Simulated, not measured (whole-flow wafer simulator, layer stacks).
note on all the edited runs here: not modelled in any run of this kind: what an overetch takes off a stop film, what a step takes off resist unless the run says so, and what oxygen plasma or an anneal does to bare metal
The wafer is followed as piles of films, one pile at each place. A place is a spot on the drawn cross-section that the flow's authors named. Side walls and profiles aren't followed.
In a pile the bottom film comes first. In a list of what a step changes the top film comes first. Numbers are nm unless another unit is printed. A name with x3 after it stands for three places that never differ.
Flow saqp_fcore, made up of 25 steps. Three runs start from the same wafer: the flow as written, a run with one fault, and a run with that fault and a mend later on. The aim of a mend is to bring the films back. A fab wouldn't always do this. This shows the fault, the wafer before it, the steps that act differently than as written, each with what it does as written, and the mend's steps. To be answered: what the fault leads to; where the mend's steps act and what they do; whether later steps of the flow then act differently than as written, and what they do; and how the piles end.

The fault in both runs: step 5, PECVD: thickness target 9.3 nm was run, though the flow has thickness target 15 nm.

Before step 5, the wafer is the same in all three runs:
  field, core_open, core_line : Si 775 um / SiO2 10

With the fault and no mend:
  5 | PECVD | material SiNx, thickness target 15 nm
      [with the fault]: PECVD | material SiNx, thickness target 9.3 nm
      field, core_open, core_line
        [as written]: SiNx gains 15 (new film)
        [with the fault]: SiNx gains 9.3 (new film)
  Later steps of the flow that are run all act as written at every place that is followed.
  By the end, the piles at field, core_open, core_line depart from the flow's by more than 2% or 0.5 nm, whichever is larger.
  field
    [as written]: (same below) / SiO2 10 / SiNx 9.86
    [with the fault]: (same below) / SiO2 10 / SiNx 4.16
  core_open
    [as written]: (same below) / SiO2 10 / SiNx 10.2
    [with the fault]: (same below) / SiO2 10 / SiNx 4.48
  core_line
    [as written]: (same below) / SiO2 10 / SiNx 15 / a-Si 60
    [with the fault]: (same below) / SiO2 10 / SiNx 9.3 / a-Si 60

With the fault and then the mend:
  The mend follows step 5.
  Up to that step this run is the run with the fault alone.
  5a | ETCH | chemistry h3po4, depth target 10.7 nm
      field, core_open, core_line
        SiNx loses 9.3 (all of it)
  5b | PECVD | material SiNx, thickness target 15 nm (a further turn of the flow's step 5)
      field, core_open, core_line
        SiNx gains 15 (new film)
  Later steps of the flow that are run all act as written at every place that is followed.
  At every place that both follow, the piles at the end match the flow's.
